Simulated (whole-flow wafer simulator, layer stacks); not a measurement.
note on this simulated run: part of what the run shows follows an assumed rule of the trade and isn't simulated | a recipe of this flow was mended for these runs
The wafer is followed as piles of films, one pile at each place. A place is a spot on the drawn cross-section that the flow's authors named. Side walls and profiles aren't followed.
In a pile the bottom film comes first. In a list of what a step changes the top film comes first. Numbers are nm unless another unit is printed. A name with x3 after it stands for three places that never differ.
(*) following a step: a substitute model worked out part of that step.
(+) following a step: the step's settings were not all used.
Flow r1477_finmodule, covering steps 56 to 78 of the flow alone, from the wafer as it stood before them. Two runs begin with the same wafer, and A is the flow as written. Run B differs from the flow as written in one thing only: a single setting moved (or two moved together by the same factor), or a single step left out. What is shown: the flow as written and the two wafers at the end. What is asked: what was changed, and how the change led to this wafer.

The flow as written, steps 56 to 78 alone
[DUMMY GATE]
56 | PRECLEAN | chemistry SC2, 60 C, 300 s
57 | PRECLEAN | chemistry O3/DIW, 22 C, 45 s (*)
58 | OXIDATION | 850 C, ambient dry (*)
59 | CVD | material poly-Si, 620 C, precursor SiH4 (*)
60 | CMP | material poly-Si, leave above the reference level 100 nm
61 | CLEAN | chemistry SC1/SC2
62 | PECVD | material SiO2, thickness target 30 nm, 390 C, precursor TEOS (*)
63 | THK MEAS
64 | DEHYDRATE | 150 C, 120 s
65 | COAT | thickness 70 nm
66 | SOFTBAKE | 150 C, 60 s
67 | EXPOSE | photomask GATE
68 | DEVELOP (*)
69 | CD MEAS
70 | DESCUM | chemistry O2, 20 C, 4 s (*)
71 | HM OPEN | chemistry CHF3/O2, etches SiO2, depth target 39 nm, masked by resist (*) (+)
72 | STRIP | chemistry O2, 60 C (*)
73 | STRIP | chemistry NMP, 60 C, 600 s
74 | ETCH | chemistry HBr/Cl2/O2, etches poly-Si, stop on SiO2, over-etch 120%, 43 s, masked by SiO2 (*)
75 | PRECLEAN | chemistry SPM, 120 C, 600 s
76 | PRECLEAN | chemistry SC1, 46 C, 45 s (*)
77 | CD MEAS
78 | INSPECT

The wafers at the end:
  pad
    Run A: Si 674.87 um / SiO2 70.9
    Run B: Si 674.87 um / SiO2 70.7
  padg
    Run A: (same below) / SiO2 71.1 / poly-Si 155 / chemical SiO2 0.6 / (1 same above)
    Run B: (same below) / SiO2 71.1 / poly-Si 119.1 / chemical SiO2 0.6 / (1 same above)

Cause: step 59, CVD: 600 C was run, while the flow as written has 620 C.

How this came from the change, step by step:
  59 | CVD | material poly-Si, 620 C, precursor SiH4 (*)
      esg x6, s40cg x3, eso x6, s40co x3: A +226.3 poly-Si (new film) | B +165.7 poly-Si (new film)
      pad, padg, elg x7, elo x7: A +180 poly-Si (new film) | B +119.3 poly-Si (new film)
      (and at 2 other places as well)
  60 | CMP | material poly-Si, leave above the reference level 100 nm
      pad, padg: A -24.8 poly-Si | B nothing
      elg x7, esg x6, s40cg x3, elo x7, eso x6, s40co x3: A -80 poly-Si | B -19.3 poly-Si
      (and at 2 other places as well)
  74 | ETCH | chemistry HBr/Cl2/O2, etches poly-Si, stop on SiO2, over-etch 120%, 43 s, masked by SiO2 (*)
      pad: A -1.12 chemical SiO2 (all of it), -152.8 poly-Si (all of it), -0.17 SiO2 | B -1.12 chemical SiO2 (all of it), -116.9 poly-Si (all of it), -0.35 SiO2
